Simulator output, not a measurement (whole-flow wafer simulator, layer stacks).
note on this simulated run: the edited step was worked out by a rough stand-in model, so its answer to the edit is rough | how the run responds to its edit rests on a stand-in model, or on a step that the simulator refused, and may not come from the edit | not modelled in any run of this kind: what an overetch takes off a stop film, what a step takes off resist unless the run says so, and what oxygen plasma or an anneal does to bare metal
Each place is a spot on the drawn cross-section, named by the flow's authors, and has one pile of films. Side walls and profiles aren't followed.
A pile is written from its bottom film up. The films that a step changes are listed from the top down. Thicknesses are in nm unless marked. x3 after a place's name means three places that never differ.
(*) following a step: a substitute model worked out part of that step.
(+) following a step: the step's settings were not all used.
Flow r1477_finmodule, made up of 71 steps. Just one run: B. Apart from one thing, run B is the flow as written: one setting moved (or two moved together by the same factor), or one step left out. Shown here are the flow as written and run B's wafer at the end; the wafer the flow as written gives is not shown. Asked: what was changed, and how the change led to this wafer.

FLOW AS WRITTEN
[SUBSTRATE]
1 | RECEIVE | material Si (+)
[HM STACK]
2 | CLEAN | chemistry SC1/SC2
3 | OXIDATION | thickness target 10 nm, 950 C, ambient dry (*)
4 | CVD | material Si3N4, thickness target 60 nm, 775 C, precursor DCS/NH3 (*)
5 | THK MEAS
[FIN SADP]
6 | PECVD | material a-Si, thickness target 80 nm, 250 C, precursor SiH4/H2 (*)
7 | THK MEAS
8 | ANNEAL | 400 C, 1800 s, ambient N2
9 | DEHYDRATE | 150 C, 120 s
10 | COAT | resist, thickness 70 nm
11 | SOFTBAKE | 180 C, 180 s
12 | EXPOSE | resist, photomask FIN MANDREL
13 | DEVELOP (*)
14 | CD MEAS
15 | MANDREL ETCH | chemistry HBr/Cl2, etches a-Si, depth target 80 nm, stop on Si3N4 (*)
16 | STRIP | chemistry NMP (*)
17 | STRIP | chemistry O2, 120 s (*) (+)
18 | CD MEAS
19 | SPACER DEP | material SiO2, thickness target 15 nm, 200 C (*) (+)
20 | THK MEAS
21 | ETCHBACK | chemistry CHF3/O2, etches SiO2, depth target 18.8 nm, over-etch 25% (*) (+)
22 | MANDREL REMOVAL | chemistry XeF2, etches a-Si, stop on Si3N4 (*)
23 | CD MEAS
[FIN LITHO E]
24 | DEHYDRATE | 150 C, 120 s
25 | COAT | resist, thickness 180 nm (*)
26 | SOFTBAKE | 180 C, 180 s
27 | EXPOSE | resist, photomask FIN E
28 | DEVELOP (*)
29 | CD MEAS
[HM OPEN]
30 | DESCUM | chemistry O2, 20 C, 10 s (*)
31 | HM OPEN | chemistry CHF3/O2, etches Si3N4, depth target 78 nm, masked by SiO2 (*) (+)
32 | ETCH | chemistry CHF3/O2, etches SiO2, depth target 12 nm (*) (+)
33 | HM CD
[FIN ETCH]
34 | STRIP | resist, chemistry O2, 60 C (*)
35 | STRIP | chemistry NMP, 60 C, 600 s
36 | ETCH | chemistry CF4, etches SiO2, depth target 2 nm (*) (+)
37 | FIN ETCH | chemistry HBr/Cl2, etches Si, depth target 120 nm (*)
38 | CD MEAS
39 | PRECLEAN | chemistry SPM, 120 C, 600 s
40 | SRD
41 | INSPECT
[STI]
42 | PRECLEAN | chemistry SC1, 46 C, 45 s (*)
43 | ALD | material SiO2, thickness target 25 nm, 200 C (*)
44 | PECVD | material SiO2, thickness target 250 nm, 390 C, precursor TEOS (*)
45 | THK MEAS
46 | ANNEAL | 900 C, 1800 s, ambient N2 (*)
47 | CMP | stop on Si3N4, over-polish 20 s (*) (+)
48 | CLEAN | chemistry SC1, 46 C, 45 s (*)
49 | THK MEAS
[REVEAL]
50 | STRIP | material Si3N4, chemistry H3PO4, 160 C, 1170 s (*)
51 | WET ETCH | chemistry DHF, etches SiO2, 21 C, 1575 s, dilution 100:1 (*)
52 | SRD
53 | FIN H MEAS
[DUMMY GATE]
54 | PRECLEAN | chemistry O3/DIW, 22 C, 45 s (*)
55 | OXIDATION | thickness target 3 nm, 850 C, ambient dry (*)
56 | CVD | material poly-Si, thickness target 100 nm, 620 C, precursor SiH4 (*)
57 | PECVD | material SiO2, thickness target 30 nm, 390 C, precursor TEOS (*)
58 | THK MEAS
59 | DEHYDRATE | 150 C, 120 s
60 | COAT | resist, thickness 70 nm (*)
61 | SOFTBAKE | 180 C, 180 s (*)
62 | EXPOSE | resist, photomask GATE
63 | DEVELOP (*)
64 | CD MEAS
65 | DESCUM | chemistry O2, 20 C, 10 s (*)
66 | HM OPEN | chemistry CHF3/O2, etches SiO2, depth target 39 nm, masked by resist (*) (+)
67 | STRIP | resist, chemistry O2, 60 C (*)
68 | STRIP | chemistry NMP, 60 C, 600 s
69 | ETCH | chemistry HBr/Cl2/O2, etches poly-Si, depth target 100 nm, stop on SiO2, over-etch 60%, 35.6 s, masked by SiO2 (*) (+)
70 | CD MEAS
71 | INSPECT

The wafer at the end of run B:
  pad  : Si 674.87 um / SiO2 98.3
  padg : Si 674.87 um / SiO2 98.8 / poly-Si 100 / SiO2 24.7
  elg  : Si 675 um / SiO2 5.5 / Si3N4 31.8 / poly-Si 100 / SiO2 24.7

What caused this: step 3, OXIDATION: thickness target 5.5 nm was run, while the flow as written has thickness target 10 nm.
The wafer itself shows it: elg has SiO2 5.5, and step 3 as written asks for 10 nm.

The path from the change to this, step by step:
  3 | OXIDATION | thickness target 10 nm, 950 C, ambient dry (*)
      pad, padg, elg and 33 more: +5.5 SiO2 (new film), -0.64 chemical SiO2 (all of it), -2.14 Si (it would be, as written: +10 SiO2 (new film), -0.64 chemical SiO2 (all of it), -4.12 Si)
  31 | HM OPEN | chemistry CHF3/O2, etches Si3N4, depth target 78 nm, masked by SiO2 (*) (+)
      s40cg, s45cg, s50cg, s40co, s45co, s50co: -60 Si3N4 (all of it), -5.5 SiO2 (all of it) (it would be, as written: -60 Si3N4 (all of it), -9 SiO2)
      pad, padg, esg and 13 more: -56.4 Si3N4 (all of it), -5.5 SiO2 (all of it) (it would be, as written: -56.4 Si3N4 (all of it), -10 SiO2 (all of it))
  32 | ETCH | chemistry CHF3/O2, etches SiO2, depth target 12 nm (*) (+)
      s40cg, s40co: -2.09 Si (it would be, as written: -1 SiO2 (all of it), -2.2 Si)
      s45cg, s45co: -2.13 Si (it would be, as written: -1 SiO2 (all of it), -2.2 Si)
      (and at 2 other places as well)
  43 | ALD | material SiO2, thickness target 25 nm, 200 C (*)
      esg: +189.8 SiO2 (new film) (it would be, as written: +194.3 SiO2 (new film))
  47 | CMP | stop on Si3N4, over-polish 20 s (*) (+)
      pad, padg, e40sg and 11 more: -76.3 SiO2 (it would be, as written: -71.8 SiO2)
      eso: -76.9 SiO2 (it would be, as written: -72.4 SiO2)
  51 | WET ETCH | chemistry DHF, etches SiO2, 21 C, 1575 s, dilution 100:1 (*)
      s40sg_line, s45sg_line, s50sg_line, s40so_line, s45so_line, s50so_line: -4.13 SiO2 (all of it) (it would be, as written: -8.63 SiO2 (all of it))
  56 | CVD | material poly-Si, thickness target 100 nm, 620 C, precursor SiH4 (*)
      s40cg, s40co: +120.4 poly-Si (new film) (it would be, as written: +113.9 poly-Si (new film))
      s45cg, s45co: +117.9 poly-Si (new film) (it would be, as written: +113.4 poly-Si (new film))
      (and at 2 other places as well)
  60 | COAT | resist, thickness 70 nm (*)
      s40cg, s40co: +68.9 resist (new film) (it would be, as written: +70.6 resist (new film))
      s40sg, s40so: +95.9 resist (new film) (it would be, as written: +91 resist (new film))
      (and at 4 other places as well)
  63 | DEVELOP (*)
      s40co: -68.9 resist (all of it) (it would be, as written: -70.6 resist (all of it))
      s40so: -95.9 resist (all of it) (it would be, as written: -91 resist (all of it))
      (and at 2 other places as well)
  67 | STRIP | resist, chemistry O2, 60 C (*)
      s40cg: -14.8 resist (all of it) (it would be, as written: -16.5 resist (all of it))
      s40sg: -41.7 resist (all of it) (it would be, as written: -36.9 resist (all of it))
      (and at 2 other places as well)
  69 | ETCH | chemistry HBr/Cl2/O2, etches poly-Si, depth target 100 nm, stop on SiO2, over-etch 60%, 35.6 s, masked by SiO2 (*) (+)
      s40co: -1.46 chemical SiO2 (all of it), -118 poly-Si (all of it), -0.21 SiO2 (it would be, as written: -1.46 chemical SiO2 (all of it), -111.5 poly-Si (all of it), -0.24 SiO2)
      s45co: -1.46 chemical SiO2 (all of it), -115.4 poly-Si (all of it), -0.22 SiO2 (it would be, as written: -1.46 chemical SiO2 (all of it), -110.9 poly-Si (all of it), -0.25 SiO2)
      (and at 1 other place as well)
